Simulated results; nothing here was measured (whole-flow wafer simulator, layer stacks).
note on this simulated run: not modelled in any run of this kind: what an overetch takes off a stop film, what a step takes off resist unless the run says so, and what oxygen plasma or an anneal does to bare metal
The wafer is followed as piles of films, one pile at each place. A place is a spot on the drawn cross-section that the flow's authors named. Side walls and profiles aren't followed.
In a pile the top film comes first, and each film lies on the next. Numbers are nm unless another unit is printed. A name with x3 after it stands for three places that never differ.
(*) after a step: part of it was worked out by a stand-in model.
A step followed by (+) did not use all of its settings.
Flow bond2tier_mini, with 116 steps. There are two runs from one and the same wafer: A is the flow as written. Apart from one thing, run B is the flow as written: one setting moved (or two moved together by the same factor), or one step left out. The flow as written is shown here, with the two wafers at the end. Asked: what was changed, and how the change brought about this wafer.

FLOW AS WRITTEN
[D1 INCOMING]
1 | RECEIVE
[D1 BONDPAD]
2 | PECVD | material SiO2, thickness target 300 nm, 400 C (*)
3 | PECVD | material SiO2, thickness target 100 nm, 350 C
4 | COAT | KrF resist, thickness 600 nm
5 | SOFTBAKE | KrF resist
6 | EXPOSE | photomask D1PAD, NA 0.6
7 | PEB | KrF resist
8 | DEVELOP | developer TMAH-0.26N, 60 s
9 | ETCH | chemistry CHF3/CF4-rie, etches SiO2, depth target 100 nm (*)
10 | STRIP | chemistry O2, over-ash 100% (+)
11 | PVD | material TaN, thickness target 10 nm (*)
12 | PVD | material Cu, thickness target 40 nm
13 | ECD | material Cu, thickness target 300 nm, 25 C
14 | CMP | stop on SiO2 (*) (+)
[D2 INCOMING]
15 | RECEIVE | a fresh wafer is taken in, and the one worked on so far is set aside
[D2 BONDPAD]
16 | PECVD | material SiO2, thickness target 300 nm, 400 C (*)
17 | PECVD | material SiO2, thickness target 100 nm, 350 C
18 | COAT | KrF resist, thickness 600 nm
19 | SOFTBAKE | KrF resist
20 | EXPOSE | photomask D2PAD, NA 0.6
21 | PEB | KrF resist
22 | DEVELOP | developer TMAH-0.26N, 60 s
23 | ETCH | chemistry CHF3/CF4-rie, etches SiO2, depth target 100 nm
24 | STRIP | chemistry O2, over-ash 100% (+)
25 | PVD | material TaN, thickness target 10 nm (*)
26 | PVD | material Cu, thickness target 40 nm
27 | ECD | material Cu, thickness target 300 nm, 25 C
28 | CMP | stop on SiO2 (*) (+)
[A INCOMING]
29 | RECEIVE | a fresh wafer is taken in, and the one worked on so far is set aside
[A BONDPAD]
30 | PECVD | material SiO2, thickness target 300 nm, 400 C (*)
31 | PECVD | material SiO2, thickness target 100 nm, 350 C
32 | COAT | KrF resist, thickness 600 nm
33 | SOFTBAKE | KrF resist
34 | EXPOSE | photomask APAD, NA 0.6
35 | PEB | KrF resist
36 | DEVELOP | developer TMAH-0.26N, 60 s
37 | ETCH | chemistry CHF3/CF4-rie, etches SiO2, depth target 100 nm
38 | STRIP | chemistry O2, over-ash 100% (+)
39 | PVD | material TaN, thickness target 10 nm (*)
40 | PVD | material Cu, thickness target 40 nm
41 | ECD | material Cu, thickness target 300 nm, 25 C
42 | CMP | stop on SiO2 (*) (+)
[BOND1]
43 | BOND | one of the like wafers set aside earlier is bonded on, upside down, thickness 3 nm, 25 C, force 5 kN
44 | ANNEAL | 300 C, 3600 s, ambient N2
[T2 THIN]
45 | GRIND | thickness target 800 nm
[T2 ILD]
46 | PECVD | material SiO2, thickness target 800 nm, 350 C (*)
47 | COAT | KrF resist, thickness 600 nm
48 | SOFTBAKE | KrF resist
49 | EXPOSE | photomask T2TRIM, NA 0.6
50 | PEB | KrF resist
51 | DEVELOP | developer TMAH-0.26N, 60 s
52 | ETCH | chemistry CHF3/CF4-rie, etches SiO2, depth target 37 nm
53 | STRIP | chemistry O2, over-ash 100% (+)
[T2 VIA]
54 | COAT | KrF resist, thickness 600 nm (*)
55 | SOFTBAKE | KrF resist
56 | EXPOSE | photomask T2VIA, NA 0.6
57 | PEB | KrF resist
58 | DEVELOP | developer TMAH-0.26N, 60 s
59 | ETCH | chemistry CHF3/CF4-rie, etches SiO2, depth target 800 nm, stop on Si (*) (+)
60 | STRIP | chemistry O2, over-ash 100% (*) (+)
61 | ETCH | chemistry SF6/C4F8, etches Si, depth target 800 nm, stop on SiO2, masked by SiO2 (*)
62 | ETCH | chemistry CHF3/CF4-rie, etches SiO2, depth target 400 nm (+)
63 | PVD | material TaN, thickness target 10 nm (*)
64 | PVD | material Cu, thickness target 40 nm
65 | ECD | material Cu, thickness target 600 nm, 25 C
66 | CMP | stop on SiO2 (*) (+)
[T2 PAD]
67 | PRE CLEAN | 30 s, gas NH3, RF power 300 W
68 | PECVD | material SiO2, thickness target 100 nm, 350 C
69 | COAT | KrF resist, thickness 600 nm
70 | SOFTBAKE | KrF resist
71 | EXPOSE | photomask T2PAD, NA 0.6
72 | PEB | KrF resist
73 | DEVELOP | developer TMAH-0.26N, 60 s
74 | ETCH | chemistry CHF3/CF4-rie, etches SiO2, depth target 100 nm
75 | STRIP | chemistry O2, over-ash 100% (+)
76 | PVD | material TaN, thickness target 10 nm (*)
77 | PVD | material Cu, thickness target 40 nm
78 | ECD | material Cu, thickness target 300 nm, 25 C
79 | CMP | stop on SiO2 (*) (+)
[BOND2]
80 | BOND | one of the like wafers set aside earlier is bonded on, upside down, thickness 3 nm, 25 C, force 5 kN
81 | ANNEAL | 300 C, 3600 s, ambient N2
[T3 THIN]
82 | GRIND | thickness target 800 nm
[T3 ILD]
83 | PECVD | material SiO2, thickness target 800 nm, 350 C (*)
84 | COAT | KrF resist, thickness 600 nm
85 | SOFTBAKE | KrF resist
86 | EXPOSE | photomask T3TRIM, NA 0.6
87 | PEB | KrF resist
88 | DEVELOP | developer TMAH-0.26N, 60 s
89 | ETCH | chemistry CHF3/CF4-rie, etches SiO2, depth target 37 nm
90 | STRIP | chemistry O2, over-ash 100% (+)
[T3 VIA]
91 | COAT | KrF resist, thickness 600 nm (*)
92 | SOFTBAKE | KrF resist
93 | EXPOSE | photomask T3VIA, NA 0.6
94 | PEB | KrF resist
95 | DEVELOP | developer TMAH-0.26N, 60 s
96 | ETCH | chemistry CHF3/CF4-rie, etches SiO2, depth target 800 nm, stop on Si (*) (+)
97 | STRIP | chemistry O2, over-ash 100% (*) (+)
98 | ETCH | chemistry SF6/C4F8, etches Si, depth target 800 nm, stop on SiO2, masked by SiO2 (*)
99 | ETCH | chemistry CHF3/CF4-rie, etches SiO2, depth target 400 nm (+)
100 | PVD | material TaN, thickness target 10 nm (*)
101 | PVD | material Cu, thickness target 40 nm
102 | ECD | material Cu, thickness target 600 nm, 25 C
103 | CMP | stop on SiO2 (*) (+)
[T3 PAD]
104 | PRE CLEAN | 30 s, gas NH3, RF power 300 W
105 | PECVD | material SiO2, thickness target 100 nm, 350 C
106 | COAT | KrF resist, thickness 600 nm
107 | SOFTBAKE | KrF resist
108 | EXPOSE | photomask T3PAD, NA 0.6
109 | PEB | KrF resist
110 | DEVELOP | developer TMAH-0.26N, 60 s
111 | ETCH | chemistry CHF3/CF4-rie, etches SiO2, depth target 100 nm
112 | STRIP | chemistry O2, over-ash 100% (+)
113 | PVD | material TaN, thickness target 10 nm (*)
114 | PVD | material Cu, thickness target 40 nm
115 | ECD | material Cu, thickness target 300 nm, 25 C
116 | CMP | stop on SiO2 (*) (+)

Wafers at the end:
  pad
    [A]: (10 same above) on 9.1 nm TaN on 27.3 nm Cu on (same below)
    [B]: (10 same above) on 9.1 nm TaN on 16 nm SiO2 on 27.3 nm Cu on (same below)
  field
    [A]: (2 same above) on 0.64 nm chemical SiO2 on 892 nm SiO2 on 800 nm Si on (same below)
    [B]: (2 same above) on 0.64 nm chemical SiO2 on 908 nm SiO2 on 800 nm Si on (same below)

What caused this: step 68, PECVD: thickness target 116 nm was run, whereas the flow has thickness target 100 nm.

How this came from the change, step by step:
  68 | PECVD | material SiO2, thickness target 100 nm, 350 C
      field: A SiO2 gains 100 | B SiO2 gains 116
      pad: A SiO2 gains 100 (new film) | B SiO2 gains 116 (new film)
  74 | ETCH | chemistry CHF3/CF4-rie, etches SiO2, depth target 100 nm
      pad: A SiO2 loses 100 (all of it) | B SiO2 loses 100
With metal films that touch counted as one body, pad has 4 bodies (between them, from the top down: SiO2 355 / Si 800 / chemical SiO2 0.64 / SiO2 300; SiO2 16; SiO2 355 / Si 800 / chemical SiO2 0.64 / SiO2 300); the flow as written gives 3 bodies (between them, from the top down: SiO2 355 / Si 800 / chemical SiO2 0.64 / SiO2 300; SiO2 355 / Si 800 / chemical SiO2 0.64 / SiO2 300).
